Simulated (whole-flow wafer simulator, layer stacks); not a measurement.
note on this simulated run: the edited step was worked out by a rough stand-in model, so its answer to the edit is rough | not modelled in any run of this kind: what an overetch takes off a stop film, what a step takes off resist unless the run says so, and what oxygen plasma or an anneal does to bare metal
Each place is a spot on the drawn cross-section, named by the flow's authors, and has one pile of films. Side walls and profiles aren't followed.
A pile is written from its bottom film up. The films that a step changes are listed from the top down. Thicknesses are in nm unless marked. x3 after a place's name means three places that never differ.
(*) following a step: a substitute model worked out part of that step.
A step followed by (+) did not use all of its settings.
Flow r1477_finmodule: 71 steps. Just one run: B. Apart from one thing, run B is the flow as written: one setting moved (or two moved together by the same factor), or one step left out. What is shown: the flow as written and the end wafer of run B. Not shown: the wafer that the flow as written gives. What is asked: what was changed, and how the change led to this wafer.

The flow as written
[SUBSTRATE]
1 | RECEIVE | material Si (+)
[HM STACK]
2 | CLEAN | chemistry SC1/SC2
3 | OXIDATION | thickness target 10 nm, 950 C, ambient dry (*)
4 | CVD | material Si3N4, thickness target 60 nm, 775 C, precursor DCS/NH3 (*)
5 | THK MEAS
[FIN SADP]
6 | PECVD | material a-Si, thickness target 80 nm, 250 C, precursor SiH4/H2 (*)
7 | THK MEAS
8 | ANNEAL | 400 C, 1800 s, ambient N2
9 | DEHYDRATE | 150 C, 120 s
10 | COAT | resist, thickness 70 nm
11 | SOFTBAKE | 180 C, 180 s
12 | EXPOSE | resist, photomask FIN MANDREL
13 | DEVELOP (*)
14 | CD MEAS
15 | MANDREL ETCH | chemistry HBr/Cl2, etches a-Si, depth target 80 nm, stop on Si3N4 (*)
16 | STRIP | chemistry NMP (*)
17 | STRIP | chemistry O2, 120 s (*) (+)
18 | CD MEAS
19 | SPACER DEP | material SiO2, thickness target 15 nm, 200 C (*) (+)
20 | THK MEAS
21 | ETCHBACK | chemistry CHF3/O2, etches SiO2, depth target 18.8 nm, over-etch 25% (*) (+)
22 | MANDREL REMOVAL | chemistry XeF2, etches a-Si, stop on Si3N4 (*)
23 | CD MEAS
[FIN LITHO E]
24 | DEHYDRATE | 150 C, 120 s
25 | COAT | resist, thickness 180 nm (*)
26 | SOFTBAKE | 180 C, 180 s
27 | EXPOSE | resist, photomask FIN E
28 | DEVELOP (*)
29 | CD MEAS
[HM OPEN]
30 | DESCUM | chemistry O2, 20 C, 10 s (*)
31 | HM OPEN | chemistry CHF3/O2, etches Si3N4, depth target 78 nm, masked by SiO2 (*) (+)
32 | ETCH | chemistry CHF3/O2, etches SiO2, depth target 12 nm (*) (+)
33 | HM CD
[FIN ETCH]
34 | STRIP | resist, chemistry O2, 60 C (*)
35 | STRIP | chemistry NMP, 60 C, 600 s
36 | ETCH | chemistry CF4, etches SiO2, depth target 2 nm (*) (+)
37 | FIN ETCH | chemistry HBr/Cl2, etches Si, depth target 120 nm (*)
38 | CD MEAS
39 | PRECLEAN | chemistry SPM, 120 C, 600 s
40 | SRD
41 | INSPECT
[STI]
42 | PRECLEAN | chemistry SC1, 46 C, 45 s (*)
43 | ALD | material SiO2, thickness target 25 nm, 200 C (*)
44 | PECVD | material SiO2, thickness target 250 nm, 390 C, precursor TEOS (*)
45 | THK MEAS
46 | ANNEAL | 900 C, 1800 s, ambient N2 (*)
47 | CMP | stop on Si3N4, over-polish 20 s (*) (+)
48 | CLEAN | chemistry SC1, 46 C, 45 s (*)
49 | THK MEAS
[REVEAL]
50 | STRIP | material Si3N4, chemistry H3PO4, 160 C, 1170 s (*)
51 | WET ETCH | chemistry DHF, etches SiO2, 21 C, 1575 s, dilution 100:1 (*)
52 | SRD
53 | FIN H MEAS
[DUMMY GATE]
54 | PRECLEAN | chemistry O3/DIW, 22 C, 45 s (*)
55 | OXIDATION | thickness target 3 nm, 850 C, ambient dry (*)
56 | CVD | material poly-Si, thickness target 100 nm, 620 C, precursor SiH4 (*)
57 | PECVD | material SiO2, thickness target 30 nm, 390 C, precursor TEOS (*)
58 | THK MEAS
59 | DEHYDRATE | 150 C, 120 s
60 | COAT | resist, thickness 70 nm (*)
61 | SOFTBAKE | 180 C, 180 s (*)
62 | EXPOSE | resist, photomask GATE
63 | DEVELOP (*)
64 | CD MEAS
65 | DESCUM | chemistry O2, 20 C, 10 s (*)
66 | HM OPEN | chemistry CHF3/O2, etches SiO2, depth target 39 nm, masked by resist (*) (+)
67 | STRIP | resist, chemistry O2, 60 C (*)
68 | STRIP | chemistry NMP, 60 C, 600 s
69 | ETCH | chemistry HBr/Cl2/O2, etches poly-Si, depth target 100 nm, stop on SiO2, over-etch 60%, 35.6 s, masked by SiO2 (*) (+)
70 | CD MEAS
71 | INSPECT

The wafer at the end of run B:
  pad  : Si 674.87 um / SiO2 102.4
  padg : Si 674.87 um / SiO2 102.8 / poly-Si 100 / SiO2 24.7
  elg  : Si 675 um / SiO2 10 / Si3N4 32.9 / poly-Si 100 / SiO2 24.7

What caused this: step 36, ETCH: depth target 1.048 nm was run, whereas the flow has depth target 2 nm.

The path from the change to this, step by step:
  36 | ETCH | chemistry CF4, etches SiO2, depth target 2 nm (*) (+)
      pad, padg, esg and 19 more: -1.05 chemical SiO2 (in the flow as written it would be: -1.45 chemical SiO2 (all of it), -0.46 Si)
      elg, e40lg, e100lg, e200lg, elo, e40lo, e100lo, e200lo: -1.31 Si3N4 (in the flow as written it would be: -2.5 Si3N4)
      (as well as at 6 more places)
  51 | WET ETCH | chemistry DHF, etches SiO2, 21 C, 1575 s, dilution 100:1 (*)
      elg, e40lg, e100lg, e200lg, elo, e40lo, e100lo, e200lo: -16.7 SiO2 (all of it), -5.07 Si3N4 (in the flow as written it would be: -17.8 SiO2 (all of it), -4.97 Si3N4)
